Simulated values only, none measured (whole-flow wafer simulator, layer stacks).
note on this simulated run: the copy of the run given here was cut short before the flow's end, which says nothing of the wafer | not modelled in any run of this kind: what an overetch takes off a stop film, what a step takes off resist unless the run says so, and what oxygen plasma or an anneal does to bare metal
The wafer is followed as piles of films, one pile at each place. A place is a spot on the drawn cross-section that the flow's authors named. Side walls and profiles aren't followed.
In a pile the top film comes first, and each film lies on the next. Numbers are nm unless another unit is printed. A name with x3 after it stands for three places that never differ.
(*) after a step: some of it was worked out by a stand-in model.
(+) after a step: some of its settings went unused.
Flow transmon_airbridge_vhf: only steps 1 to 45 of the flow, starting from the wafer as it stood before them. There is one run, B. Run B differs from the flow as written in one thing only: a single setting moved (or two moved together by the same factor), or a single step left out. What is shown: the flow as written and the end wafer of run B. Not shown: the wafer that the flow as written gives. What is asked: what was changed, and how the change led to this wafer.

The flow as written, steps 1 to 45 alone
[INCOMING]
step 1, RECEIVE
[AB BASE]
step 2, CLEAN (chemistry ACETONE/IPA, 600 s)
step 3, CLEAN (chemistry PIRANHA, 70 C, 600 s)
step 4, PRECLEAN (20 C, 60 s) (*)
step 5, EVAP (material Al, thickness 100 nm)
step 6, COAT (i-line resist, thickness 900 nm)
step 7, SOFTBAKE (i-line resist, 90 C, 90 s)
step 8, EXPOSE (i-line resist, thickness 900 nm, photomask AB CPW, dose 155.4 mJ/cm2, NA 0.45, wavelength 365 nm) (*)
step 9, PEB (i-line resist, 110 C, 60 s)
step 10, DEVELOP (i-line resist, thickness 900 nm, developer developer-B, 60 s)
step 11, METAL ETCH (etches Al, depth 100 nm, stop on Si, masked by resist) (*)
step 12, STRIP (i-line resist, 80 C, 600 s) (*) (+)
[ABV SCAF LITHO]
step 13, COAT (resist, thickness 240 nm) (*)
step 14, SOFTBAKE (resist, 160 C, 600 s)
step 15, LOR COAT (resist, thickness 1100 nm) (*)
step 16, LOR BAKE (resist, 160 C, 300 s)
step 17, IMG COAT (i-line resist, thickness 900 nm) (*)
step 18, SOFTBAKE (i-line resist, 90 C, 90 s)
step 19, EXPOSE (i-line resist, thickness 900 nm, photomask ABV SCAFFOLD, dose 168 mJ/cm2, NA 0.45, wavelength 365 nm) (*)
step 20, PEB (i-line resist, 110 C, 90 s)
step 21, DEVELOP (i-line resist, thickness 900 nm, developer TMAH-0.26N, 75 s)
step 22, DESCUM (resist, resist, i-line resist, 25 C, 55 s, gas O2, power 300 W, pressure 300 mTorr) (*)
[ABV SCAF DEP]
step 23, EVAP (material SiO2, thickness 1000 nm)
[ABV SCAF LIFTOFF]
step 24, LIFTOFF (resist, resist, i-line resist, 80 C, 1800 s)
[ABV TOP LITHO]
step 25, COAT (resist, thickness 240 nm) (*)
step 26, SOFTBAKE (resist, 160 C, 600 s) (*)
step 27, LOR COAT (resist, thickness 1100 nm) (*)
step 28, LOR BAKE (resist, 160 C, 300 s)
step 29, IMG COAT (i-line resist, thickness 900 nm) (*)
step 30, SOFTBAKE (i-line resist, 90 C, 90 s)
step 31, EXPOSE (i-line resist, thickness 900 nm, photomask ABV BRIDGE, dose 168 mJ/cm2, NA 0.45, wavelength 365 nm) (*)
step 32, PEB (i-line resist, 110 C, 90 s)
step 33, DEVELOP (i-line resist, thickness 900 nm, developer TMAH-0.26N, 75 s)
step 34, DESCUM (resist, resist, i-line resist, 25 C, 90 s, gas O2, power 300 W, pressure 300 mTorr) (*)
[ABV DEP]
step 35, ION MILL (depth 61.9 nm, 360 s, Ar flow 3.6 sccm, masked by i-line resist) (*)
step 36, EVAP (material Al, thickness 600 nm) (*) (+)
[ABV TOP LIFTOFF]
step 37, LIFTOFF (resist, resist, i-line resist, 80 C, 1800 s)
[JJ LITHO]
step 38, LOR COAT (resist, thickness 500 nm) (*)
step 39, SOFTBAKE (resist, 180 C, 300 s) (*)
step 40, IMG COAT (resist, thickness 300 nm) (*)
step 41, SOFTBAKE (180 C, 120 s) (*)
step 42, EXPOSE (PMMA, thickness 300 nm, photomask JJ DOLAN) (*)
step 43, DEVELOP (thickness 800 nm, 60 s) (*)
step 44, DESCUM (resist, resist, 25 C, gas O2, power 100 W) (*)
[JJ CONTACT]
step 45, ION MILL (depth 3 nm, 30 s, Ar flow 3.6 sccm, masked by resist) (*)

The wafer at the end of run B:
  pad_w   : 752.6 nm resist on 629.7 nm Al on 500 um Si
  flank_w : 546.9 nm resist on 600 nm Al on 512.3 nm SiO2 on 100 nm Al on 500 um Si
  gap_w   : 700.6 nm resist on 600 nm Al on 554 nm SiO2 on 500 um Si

The reason: step 23, EVAP: thickness 590 nm was run, whereas the flow has thickness 1000 nm.

Step by step, how the change led to this:
  step 23, EVAP (material SiO2, thickness 1000 nm)
      field x3, jj_line, ground_far and 10 more: +590 SiO2 (new film) (it would be, as written: +1000 SiO2 (new film))
      flank_w, flank_e: +548.3 SiO2 (new film) (it would be, as written: +929.3 SiO2 (new film))
  step 24, LIFTOFF (resist, resist, i-line resist, 80 C, 1800 s)
      field x3, jj_line, trace_open_s x2: -590 SiO2 (all of it), -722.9 i-line resist (all of it), -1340 resist (all of it) (it would be, as written: -1000 SiO2 (all of it), -722.9 i-line resist (all of it), -1340 resist (all of it))
      pad_w, pad_e: -590 SiO2 (all of it), -718 i-line resist (all of it), -1330.2 resist (all of it) (it would be, as written: -1000 SiO2 (all of it), -718 i-line resist (all of it), -1330.2 resist (all of it))
      (also at 1 further place)
  step 25, COAT (resist, thickness 240 nm) (*)
      flank_w, flank_e: +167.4 resist (new film) (it would be, as written: +152.6 resist (new film))
      gap_w, gap_e: +228.1 resist (new film) (it would be, as written: +210.7 resist (new film))
      (also at 6 further places)
  step 27, LOR COAT (resist, thickness 1100 nm) (*)
      gap_w, gap_e: +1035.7 resist (it would be, as written: +977.8 resist)
      margin_s, margin_n: +926.5 resist (it would be, as written: +823.4 resist)
      (also at 6 further places)
  step 29, IMG COAT (i-line resist, thickness 900 nm) (*)
      gap_w, gap_e: +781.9 i-line resist (new film) (it would be, as written: +681.7 i-line resist (new film))
      margin_s, margin_n: +732 i-line resist (new film) (it would be, as written: +603.2 i-line resist (new film))
      (also at 7 further places)
  step 32, PEB (i-line resist, 110 C, 90 s)
      pad_w, pad_e: -49 i-line resist (it would be, as written: -51 i-line resist)
      flank_w, flank_e: -42.3 i-line resist (it would be, as written: -38.3 i-line resist)
      (also at 7 further places)
  step 33, DEVELOP (i-line resist, thickness 900 nm, developer TMAH-0.26N, 75 s)
      gap_w, gap_e: -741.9 i-line resist (all of it), -1035.7 resist (it would be, as written: -646.9 i-line resist (all of it), -977.8 resist)
      pad_w: -901.8 i-line resist (all of it), -1183.4 resist (it would be, as written: -937.2 i-line resist (all of it), -1247.8 resist)
      (also at 5 further places)
  step 34, DESCUM (resist, resist, i-line resist, 25 C, 90 s, gas O2, power 300 W, pressure 300 mTorr) (*)
      flank_w, flank_e: -167.4 resist (all of it) (it would be, as written: -152.6 resist (all of it))
      gap_w, gap_e: -228.1 resist (all of it) (it would be, as written: -210.7 resist (all of it))
      (also at 4 further places)
  step 37, LIFTOFF (resist, resist, i-line resist, 80 C, 1800 s)
      margin_s, margin_n: -600 Al (all of it), -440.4 i-line resist (all of it), -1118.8 resist (all of it) (it would be, as written: -600 Al (all of it), -318.3 i-line resist (all of it), -992 resist (all of it))
      ground_far: -600 Al (all of it), -666.7 i-line resist (all of it), -1369.7 resist (all of it) (it would be, as written: -600 Al (all of it), -717.9 i-line resist (all of it), -1384.9 resist (all of it))
  step 38, LOR COAT (resist, thickness 500 nm) (*)
      pad_w, pad_e: +495.1 resist (new film) (it would be, as written: +517 resist (new film))
      flank_w, flank_e: +357.2 resist (new film) (it would be, as written: +306.5 resist (new film))
      (also at 6 further places)
  step 40, IMG COAT (resist, thickness 300 nm) (*)
      pad_w, pad_e: +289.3 resist (it would be, as written: +300.1 resist)
      flank_w, flank_e: +221.4 resist (it would be, as written: +212.1 resist)
      (also at 6 further places)
